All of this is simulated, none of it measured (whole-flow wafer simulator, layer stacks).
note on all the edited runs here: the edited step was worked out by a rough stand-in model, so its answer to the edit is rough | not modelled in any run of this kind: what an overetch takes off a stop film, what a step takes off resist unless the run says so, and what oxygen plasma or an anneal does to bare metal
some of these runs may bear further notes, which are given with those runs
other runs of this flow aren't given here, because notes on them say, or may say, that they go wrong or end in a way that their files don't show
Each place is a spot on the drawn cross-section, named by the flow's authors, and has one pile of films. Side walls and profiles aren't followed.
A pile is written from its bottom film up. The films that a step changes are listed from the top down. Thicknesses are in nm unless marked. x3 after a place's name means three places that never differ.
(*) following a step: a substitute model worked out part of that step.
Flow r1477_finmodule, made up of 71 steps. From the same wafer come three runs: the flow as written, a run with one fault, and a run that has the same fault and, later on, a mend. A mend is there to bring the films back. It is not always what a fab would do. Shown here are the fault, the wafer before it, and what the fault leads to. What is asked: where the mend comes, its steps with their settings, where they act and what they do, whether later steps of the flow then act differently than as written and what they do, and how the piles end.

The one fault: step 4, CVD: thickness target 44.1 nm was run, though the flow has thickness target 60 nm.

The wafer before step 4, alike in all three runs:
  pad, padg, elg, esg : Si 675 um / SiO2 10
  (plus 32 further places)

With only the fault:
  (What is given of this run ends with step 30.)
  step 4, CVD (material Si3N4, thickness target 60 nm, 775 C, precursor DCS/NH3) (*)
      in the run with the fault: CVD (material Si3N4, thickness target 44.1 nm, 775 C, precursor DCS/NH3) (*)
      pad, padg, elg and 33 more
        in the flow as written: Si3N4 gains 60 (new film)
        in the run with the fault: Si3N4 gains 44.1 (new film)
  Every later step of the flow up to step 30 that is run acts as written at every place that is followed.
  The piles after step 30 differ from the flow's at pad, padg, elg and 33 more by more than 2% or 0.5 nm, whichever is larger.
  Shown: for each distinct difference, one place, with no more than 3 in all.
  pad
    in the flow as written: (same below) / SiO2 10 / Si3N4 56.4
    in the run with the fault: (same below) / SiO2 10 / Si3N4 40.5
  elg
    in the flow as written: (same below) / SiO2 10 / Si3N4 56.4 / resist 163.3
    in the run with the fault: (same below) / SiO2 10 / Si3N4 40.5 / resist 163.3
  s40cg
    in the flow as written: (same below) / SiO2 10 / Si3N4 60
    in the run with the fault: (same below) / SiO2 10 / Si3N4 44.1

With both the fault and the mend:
  After step 5 comes the mend.
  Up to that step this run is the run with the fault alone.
  step 5a, ETCH (chemistry h3po4, depth target 50.72 nm)
      pad, padg, elg and 33 more
        Si3N4 loses 44.1 (all of it)
  step 5b, CLEAN (chemistry SC1/SC2) (the flow's step 2, run once more)
      alters no film at any place that is followed
  step 5c, CVD (material Si3N4, thickness target 60 nm, 775 C, precursor DCS/NH3) (*) (the flow's step 4, run once more)
      pad, padg, elg and 33 more
        Si3N4 gains 60 (new film)
  Every later step of the flow that is run acts as written at every place that is followed.
  At every place that both follow, the piles at the end match the flow's.
